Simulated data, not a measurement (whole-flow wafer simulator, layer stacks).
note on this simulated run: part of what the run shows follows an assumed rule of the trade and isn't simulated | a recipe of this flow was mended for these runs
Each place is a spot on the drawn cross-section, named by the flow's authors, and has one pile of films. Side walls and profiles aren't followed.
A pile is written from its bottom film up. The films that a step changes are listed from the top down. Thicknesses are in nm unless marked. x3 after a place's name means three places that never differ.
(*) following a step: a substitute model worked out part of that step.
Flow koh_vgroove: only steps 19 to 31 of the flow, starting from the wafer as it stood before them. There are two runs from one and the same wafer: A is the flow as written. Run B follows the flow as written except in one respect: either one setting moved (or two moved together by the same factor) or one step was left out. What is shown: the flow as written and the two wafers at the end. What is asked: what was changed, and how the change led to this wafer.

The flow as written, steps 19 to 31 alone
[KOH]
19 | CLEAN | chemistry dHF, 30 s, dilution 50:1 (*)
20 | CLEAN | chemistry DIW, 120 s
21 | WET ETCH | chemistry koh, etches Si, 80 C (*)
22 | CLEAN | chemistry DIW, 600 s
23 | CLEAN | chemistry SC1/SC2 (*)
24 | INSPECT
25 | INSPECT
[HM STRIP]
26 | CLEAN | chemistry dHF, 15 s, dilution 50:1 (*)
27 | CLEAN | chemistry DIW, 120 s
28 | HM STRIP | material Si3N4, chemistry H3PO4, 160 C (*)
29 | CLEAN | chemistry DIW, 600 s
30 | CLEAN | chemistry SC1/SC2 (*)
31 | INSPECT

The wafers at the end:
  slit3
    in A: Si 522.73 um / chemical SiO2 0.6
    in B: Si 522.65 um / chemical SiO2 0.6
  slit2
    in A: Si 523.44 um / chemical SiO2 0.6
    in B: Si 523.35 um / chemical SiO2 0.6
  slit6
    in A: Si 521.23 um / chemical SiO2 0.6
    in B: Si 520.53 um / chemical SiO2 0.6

Cause: step 21, WET ETCH: 90.7 C was run, though the flow has 80 C.

The path from the change to this, step by step:
  21 | WET ETCH | chemistry koh, etches Si, 80 C (*)
      slit3: A -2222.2 Si | B -2309.8 Si
      slit2: A -1515.1 Si | B -1602.7 Si
      (as well as at 2 more places)
